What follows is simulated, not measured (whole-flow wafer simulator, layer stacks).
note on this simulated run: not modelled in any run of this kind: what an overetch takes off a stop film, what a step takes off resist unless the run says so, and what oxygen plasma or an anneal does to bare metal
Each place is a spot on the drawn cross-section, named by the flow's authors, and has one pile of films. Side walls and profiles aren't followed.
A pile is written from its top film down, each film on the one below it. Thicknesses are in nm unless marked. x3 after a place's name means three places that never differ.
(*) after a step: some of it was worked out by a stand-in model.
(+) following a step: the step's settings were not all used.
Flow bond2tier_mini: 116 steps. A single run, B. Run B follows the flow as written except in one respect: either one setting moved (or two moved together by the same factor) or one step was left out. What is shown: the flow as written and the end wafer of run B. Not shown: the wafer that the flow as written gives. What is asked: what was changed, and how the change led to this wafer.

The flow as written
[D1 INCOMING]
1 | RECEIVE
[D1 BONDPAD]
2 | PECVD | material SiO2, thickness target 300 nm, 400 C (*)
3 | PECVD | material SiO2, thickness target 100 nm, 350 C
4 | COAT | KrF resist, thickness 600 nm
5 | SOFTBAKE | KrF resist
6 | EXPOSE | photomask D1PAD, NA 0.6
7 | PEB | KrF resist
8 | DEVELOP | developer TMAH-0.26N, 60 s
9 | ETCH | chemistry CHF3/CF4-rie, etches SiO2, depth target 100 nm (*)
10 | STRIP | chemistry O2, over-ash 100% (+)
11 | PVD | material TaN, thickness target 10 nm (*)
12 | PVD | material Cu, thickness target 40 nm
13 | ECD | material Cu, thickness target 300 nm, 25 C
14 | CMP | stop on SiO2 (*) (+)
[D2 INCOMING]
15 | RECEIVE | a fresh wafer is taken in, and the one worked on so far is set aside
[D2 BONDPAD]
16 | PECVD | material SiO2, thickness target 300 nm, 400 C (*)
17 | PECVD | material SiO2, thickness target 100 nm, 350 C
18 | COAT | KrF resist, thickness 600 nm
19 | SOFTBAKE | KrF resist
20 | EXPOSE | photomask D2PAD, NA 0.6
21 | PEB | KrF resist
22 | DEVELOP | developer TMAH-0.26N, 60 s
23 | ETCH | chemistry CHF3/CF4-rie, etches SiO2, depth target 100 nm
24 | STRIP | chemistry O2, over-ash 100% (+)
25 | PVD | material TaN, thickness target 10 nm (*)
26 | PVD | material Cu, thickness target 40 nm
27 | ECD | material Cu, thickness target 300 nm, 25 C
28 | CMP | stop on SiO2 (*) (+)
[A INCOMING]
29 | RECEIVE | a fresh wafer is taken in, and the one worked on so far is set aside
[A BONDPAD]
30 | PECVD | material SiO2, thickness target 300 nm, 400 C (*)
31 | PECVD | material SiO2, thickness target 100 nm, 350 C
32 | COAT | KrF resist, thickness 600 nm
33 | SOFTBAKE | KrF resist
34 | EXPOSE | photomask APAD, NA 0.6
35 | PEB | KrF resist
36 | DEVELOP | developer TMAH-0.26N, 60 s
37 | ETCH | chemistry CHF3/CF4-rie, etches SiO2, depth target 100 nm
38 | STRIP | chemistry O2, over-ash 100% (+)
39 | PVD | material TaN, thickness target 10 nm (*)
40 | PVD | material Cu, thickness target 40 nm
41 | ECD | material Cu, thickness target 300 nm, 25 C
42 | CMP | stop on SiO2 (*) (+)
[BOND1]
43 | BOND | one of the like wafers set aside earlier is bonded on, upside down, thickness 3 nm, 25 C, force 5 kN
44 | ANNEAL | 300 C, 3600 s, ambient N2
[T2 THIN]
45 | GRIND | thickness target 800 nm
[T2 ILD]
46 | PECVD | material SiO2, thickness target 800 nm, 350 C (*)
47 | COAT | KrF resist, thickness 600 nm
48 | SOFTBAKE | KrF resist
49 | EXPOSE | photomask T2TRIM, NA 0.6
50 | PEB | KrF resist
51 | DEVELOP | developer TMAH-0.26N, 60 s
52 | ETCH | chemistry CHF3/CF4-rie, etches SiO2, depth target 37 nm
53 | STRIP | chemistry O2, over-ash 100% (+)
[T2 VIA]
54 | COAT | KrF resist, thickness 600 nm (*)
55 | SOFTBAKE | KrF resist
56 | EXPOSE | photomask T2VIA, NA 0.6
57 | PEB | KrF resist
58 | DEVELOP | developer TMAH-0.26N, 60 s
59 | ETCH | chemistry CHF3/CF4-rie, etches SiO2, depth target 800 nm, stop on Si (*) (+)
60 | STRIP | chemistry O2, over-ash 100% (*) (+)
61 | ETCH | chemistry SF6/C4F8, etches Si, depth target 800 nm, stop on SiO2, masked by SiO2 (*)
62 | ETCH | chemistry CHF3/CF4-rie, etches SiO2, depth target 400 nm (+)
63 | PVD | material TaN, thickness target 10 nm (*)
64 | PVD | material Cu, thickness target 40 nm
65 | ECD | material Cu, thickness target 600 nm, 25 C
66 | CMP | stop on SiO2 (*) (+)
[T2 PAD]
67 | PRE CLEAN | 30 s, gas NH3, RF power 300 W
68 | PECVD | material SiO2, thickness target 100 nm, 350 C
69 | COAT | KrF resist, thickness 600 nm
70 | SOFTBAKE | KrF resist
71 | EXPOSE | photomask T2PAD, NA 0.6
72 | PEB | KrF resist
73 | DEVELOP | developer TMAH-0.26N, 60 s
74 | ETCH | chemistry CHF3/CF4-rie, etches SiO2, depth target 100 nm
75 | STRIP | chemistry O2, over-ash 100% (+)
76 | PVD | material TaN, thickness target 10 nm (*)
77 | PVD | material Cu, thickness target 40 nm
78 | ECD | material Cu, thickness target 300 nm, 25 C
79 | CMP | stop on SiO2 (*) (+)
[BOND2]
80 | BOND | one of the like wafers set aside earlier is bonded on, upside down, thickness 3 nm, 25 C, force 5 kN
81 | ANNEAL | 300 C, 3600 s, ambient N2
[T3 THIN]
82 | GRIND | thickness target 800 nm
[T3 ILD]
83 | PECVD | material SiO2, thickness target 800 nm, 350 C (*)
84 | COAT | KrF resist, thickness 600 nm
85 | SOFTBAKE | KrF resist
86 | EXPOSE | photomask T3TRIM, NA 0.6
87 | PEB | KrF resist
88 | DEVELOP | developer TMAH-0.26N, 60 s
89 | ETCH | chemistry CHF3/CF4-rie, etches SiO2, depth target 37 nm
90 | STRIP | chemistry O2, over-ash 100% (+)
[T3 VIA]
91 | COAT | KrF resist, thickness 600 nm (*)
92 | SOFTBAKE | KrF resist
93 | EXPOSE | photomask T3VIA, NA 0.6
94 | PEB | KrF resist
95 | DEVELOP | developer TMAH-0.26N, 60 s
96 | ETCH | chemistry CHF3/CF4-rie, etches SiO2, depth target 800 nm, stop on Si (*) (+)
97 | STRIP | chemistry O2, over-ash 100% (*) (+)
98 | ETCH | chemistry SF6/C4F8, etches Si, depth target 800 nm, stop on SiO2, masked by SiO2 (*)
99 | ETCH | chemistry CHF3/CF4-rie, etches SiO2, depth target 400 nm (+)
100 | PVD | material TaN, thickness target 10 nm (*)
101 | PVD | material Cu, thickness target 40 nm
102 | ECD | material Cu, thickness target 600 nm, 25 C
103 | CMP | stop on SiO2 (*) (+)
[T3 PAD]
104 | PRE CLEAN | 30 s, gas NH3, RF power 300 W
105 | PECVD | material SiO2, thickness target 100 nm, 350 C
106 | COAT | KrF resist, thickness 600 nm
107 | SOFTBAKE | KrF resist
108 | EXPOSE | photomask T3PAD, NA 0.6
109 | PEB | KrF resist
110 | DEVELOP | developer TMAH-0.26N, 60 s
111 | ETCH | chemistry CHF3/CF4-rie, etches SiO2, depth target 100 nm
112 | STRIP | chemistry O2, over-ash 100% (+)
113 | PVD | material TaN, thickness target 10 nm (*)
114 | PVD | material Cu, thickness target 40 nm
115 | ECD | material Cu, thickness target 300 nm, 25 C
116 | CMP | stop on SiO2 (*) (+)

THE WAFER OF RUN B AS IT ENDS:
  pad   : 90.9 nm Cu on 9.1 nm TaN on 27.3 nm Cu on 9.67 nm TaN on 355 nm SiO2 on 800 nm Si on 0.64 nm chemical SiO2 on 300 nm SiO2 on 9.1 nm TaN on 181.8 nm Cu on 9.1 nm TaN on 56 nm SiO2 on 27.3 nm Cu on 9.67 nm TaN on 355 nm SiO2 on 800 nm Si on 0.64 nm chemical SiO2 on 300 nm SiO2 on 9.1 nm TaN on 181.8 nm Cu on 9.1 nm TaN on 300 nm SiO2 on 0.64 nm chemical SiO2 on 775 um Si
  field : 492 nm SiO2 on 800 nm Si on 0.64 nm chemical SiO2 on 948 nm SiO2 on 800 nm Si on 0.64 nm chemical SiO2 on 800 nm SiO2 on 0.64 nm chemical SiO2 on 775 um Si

What caused this: step 68, PECVD: thickness target 156 nm was run, whereas the flow has thickness target 100 nm.

The path from the change to this, step by step:
  68 | PECVD | material SiO2, thickness target 100 nm, 350 C
      field: SiO2 gains 156 (in the flow as written it would be: SiO2 gains 100)
      pad: SiO2 gains 156 (new film) (in the flow as written it would be: SiO2 gains 100 (new film))
  74 | ETCH | chemistry CHF3/CF4-rie, etches SiO2, depth target 100 nm
      pad: SiO2 loses 100 (in the flow as written it would be: SiO2 loses 100 (all of it))
If metal films that touch count as one body, pad has 4 bodies (between them, from the top down: SiO2 355 / Si 800 / chemical SiO2 0.64 / SiO2 300; SiO2 56; SiO2 355 / Si 800 / chemical SiO2 0.64 / SiO2 300); the flow as written gives 3 bodies (between them, from the top down: SiO2 355 / Si 800 / chemical SiO2 0.64 / SiO2 300; SiO2 355 / Si 800 / chemical SiO2 0.64 / SiO2 300).
